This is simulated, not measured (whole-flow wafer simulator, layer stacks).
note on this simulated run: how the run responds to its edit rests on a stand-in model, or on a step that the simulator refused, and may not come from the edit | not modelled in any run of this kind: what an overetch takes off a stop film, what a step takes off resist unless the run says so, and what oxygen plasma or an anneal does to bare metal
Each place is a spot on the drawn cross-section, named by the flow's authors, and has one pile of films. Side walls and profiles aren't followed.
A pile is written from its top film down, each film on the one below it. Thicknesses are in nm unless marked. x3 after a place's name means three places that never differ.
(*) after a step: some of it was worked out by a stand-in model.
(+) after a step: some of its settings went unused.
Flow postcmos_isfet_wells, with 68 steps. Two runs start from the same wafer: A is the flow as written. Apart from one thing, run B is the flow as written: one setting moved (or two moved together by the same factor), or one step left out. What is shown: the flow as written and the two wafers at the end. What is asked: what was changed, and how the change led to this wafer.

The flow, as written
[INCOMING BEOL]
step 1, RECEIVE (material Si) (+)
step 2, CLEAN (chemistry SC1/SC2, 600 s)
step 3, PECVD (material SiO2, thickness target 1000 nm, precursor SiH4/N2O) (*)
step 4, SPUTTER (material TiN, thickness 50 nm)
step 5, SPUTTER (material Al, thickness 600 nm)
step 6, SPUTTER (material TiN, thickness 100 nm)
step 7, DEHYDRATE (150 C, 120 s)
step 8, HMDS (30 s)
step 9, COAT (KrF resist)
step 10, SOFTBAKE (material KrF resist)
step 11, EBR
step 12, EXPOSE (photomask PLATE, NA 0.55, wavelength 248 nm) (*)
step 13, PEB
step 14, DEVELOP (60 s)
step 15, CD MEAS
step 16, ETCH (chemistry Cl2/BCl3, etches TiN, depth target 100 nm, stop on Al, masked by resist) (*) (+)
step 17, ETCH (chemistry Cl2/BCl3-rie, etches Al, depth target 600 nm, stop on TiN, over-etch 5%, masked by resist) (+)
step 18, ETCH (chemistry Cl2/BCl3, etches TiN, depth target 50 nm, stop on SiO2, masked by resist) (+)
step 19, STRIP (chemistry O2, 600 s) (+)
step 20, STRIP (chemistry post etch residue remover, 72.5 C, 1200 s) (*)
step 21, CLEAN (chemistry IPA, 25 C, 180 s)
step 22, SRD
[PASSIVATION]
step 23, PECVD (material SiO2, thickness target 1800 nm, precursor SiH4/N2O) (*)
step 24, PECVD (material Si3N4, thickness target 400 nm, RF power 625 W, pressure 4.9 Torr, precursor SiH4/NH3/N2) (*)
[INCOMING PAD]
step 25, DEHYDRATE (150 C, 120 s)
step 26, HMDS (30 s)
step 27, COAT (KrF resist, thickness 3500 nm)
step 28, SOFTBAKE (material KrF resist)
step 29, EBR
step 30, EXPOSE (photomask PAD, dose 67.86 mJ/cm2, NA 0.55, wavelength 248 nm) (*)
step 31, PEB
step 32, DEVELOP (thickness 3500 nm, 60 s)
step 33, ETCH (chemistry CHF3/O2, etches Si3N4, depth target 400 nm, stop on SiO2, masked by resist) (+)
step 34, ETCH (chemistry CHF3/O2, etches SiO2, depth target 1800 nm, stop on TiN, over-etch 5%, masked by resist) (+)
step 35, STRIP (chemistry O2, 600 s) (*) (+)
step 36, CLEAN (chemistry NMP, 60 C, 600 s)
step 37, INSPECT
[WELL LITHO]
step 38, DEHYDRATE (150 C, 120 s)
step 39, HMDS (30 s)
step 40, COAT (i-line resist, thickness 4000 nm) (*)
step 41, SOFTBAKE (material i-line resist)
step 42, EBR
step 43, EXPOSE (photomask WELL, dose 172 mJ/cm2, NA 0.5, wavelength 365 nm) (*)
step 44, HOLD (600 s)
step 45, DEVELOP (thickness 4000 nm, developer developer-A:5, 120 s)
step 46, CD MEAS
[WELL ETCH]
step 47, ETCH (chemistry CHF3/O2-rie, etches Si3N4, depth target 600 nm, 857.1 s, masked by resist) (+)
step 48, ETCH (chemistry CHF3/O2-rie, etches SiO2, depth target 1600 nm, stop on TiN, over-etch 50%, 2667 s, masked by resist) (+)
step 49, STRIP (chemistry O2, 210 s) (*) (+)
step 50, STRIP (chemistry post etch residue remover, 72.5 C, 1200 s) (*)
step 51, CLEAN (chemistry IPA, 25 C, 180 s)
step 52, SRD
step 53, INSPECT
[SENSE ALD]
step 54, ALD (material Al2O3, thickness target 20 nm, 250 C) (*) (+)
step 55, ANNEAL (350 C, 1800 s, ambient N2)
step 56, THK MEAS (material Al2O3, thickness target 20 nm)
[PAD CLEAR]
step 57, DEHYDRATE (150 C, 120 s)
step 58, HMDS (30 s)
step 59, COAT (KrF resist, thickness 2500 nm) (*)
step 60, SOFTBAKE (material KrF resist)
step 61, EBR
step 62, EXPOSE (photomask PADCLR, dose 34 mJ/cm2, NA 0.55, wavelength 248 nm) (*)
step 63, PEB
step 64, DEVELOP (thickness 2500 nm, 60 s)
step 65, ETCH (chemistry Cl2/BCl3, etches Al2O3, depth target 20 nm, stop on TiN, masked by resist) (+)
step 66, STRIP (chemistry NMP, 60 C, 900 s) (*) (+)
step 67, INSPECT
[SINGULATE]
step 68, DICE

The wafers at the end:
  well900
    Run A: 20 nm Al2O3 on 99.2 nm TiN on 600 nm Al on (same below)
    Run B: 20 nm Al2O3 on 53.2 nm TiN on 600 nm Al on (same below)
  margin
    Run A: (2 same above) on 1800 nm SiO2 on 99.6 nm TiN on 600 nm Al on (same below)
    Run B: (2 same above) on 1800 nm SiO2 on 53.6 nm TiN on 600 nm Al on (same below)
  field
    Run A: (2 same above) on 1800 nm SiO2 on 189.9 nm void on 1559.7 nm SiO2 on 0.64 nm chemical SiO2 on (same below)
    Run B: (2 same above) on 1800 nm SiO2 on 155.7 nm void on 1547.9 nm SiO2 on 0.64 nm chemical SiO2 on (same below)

The reason: step 6, SPUTTER: thickness 54 nm was run, though the flow has thickness 100 nm.

How this came from the change, step by step:
  step 6, SPUTTER (material TiN, thickness 100 nm)
      field, margin, well900, well1300 x3, pad_rim, pad_clr, pad_open: A +100 TiN (new film) | B +54 TiN (new film)
  step 16, ETCH (chemistry Cl2/BCl3, etches TiN, depth target 100 nm, stop on Al, masked by resist) (*) (+)
      margin, well900, well1300 x3, pad_rim, pad_clr, pad_open: A -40 KrF resist | B -32.4 KrF resist
      field: A -100 TiN (all of it) | B -54 TiN (all of it)
  step 23, PECVD (material SiO2, thickness target 1800 nm, precursor SiH4/N2O) (*)
      field: A +1800 SiO2 (new film), +189.9 void (new film), +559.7 SiO2 | B +1800 SiO2 (new film), +155.7 void (new film), +547.9 SiO2
